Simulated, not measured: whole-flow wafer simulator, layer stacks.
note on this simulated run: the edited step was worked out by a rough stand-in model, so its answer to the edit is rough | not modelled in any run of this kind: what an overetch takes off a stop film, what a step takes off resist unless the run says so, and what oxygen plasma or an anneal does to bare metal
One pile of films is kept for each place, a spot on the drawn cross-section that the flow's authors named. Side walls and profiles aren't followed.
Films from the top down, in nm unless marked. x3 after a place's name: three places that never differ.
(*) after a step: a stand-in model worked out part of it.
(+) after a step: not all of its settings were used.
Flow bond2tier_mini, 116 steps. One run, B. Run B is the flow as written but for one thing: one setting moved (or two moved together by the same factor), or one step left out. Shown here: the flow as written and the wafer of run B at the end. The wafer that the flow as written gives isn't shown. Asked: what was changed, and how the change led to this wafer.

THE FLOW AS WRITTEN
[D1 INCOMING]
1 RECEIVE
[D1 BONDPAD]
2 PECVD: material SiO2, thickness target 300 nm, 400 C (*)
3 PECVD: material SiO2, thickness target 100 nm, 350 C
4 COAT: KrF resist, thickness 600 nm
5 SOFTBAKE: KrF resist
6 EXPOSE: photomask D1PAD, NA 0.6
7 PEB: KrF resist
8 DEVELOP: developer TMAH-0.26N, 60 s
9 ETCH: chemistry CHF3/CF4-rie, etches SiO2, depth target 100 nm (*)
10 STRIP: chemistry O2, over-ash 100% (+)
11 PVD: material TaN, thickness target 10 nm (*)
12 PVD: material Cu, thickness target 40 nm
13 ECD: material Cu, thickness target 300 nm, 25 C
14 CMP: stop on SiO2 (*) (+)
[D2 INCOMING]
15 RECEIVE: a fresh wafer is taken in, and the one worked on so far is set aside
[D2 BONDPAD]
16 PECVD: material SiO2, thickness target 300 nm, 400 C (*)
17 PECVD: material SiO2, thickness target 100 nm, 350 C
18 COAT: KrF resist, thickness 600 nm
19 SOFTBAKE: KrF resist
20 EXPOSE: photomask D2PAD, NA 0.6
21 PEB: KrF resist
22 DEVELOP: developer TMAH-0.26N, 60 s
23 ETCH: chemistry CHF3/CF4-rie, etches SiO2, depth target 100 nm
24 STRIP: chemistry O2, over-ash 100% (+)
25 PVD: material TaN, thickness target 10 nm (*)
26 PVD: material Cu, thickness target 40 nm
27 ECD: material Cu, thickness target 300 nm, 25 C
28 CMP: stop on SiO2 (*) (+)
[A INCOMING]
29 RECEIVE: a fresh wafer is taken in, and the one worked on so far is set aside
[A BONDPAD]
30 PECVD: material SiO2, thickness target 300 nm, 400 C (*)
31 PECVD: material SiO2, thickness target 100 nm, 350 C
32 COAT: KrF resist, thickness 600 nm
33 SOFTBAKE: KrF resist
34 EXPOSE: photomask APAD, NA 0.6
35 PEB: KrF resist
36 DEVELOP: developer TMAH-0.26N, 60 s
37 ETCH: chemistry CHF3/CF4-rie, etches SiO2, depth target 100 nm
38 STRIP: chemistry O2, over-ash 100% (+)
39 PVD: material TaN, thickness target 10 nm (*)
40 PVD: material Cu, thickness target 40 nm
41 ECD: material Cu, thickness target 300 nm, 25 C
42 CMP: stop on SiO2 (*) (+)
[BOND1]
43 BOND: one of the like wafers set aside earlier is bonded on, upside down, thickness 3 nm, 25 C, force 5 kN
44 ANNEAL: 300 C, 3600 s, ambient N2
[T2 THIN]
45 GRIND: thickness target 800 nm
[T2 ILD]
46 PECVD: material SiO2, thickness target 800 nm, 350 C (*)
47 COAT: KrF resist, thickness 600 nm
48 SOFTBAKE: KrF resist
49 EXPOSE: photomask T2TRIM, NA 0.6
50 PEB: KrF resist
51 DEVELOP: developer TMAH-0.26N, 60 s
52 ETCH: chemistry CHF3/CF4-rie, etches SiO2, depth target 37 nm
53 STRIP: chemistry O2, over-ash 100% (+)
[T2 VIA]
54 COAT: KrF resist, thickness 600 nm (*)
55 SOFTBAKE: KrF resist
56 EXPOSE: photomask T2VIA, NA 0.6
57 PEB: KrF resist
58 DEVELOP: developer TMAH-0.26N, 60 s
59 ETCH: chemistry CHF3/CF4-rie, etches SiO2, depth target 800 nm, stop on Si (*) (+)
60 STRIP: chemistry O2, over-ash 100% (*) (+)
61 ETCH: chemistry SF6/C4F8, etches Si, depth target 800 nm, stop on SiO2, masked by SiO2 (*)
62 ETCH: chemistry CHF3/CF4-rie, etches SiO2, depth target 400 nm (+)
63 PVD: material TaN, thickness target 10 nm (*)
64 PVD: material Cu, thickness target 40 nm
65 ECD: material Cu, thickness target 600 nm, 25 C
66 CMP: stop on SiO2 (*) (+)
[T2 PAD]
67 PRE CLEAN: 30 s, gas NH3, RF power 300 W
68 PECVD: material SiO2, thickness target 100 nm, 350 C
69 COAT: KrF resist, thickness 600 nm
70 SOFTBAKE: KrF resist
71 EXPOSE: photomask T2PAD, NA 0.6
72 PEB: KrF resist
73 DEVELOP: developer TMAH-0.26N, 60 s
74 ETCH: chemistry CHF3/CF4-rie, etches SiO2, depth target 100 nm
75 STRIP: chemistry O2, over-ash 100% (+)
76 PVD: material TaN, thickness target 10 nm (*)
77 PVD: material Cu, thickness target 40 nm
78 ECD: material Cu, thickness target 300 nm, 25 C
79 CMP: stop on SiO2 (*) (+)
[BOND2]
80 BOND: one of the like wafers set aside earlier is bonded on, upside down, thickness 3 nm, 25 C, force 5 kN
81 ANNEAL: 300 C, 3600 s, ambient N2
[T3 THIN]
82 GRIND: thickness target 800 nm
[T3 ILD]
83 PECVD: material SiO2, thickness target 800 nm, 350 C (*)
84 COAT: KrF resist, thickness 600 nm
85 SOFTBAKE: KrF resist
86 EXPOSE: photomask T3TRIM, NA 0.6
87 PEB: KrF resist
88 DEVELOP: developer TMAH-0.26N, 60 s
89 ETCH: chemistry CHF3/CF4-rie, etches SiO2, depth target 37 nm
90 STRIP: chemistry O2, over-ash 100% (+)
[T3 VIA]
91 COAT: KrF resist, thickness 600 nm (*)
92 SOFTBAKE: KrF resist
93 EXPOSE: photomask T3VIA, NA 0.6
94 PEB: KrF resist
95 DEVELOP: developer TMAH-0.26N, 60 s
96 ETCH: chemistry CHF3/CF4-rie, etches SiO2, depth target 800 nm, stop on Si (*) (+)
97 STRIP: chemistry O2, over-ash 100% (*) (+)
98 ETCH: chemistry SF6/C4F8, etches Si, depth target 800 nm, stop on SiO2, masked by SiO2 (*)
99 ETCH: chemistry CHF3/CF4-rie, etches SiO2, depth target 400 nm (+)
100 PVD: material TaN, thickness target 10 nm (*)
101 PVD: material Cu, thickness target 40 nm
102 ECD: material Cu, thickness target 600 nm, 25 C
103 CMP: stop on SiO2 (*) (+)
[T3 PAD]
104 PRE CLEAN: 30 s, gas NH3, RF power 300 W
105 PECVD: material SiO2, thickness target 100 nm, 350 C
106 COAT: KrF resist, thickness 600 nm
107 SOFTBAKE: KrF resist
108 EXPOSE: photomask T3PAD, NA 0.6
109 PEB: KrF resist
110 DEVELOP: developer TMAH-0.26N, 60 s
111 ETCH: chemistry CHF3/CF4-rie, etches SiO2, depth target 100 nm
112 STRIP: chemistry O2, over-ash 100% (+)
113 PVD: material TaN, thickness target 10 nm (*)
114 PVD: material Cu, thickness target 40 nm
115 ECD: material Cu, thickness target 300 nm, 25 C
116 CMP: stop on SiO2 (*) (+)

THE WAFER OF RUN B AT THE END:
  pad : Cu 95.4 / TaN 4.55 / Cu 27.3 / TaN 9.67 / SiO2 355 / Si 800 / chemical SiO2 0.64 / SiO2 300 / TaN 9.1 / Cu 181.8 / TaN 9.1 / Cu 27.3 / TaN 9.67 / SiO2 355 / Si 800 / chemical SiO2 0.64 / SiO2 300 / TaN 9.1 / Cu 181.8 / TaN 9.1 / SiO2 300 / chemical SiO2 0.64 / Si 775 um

The cause: step 113, PVD: thickness target 5 nm was run, where the flow has thickness target 10 nm.

How the change led to this, step by step:
  113 PVD: material TaN, thickness target 10 nm (*)
      field: TaN +5 (new film) (as written it would be: TaN +10 (new film))
      pad: TaN +4.55 (new film) (as written it would be: TaN +9.1 (new film))
  116 CMP: stop on SiO2 (*) (+)
      field: Cu -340 (all of it), TaN -5 (all of it) (as written it would be: Cu -340 (all of it), TaN -10 (all of it))
